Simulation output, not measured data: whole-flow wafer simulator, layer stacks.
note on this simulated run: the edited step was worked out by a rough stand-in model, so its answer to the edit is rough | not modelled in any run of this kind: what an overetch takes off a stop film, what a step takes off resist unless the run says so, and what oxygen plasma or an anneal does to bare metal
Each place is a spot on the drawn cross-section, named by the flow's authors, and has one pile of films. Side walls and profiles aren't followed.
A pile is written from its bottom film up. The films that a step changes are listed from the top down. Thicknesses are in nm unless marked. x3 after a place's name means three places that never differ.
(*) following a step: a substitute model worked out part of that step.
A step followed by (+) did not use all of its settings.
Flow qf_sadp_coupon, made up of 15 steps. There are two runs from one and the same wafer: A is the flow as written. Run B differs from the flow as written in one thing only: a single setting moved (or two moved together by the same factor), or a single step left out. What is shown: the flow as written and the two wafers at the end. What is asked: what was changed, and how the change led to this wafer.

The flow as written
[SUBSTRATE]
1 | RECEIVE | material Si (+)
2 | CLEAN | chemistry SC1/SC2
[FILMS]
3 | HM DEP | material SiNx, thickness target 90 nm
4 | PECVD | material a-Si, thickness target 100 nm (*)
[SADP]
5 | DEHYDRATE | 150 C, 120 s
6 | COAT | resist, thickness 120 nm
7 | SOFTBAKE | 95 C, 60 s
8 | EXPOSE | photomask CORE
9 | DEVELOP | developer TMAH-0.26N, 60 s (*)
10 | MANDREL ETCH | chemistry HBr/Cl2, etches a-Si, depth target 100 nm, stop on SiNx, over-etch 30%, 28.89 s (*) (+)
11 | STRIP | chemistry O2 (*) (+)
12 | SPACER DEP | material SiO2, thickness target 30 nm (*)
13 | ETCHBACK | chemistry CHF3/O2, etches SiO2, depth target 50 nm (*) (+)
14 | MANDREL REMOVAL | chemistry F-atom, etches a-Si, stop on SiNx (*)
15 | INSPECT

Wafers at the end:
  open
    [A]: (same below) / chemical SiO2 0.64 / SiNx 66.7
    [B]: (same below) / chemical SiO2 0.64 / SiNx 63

What caused this: step 4, PECVD: thickness target 74 nm was run, whereas the flow has thickness target 100 nm.

The path from the change to this, step by step:
  4 | PECVD | material a-Si, thickness target 100 nm (*)
      m, open: A +100 a-Si (new film) | B +74 a-Si (new film)
  10 | MANDREL ETCH | chemistry HBr/Cl2, etches a-Si, depth target 100 nm, stop on SiNx, over-etch 30%, 28.89 s (*) (+)
      open: A -100 a-Si (all of it), -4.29 SiNx | B -74 a-Si (all of it), -8 SiNx
  14 | MANDREL REMOVAL | chemistry F-atom, etches a-Si, stop on SiNx (*)
      m: A -95.8 a-Si (all of it) | B -69.8 a-Si (all of it)
